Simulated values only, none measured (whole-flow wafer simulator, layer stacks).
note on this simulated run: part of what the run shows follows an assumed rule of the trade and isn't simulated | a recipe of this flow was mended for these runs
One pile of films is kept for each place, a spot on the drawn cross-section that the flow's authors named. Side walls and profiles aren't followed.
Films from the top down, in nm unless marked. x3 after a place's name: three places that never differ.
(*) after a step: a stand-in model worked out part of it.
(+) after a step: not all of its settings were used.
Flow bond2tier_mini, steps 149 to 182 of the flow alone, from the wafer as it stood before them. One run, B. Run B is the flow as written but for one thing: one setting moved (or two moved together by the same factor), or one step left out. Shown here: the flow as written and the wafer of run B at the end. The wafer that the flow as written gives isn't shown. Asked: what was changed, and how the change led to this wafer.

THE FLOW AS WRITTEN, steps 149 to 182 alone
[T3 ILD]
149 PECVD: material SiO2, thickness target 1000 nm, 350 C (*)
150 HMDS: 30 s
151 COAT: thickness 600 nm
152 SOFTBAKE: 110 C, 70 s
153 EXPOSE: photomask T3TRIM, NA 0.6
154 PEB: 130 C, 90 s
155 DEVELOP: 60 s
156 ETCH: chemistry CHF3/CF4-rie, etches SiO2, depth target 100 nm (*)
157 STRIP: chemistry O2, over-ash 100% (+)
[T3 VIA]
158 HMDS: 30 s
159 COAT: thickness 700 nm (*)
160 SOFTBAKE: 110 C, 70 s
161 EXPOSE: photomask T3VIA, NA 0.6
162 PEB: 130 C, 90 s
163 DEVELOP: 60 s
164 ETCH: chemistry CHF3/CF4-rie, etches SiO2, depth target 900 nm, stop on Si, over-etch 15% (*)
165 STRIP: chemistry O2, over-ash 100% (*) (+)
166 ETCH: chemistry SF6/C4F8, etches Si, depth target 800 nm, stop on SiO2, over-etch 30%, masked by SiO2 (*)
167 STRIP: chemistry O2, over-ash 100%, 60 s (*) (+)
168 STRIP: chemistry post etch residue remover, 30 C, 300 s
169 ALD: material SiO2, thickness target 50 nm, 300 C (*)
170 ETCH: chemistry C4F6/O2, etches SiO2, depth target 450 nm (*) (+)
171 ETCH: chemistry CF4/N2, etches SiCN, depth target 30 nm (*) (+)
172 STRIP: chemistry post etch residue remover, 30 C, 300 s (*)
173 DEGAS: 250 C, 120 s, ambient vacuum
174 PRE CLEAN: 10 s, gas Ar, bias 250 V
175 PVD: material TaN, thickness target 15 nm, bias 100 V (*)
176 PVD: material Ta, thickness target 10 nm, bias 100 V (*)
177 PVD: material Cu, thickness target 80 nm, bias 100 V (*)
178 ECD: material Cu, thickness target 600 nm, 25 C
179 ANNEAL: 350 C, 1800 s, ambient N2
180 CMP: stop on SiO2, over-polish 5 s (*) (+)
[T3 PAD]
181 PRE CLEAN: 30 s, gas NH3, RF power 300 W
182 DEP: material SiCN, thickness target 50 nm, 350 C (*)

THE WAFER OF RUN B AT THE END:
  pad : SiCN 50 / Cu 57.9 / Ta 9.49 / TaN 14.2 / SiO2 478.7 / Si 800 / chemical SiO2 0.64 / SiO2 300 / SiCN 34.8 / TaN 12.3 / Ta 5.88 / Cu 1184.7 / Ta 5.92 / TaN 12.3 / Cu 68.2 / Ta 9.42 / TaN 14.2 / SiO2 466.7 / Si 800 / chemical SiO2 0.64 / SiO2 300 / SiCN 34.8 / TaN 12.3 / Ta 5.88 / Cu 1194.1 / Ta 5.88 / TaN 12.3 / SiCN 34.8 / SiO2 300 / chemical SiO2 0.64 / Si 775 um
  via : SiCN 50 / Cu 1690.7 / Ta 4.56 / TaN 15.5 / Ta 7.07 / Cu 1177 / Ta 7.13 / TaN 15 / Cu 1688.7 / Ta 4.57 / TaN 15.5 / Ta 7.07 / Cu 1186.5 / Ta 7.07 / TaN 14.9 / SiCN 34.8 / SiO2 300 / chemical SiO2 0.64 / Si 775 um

The cause: step 156, ETCH: depth target 88 nm was run, where the flow has depth target 100 nm.

How the change led to this, step by step:
  156 ETCH: chemistry CHF3/CF4-rie, etches SiO2, depth target 100 nm (*)
      pad, via: SiO2 -88 (as written it would be: SiO2 -100)
      field: thick-KrF-resist -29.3 (as written it would be: thick-KrF-resist -33.3)
  164 ETCH: chemistry CHF3/CF4-rie, etches SiO2, depth target 900 nm, stop on Si, over-etch 15% (*)
      via: SiO2 -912 (all of it), Si -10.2 (as written it would be: SiO2 -900 (all of it), Si -11.2)
